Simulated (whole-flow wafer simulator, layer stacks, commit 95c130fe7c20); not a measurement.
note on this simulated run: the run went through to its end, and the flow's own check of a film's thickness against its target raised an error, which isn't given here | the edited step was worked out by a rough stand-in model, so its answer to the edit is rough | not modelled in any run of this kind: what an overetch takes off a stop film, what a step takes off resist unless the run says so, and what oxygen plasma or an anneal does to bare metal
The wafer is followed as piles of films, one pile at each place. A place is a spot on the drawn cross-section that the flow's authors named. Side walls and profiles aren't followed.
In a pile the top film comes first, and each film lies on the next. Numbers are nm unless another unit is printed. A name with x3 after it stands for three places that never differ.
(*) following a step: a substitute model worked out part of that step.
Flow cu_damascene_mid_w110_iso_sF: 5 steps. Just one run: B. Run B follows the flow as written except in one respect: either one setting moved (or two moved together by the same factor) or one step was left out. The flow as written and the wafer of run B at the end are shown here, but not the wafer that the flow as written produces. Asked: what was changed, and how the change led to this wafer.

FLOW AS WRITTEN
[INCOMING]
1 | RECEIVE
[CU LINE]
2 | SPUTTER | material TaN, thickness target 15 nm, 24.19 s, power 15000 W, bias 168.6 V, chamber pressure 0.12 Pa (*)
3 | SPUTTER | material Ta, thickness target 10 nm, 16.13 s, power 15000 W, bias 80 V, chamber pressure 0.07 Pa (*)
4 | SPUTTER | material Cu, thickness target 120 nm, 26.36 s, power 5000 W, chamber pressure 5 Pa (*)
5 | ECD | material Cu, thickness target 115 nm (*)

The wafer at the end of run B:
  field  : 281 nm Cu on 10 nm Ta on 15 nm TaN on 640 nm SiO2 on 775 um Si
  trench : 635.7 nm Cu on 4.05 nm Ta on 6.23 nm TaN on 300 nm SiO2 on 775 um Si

What caused this: step 5, ECD: thickness target 161 nm was run, while the flow as written has thickness target 115 nm.

How this came from the change, step by step:
  5 | ECD | material Cu, thickness target 115 nm (*)
      field: Cu gains 161 (in the flow as written it would be: Cu gains 115)
      trench: Cu gains 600 (in the flow as written it would be: Cu gains 554)
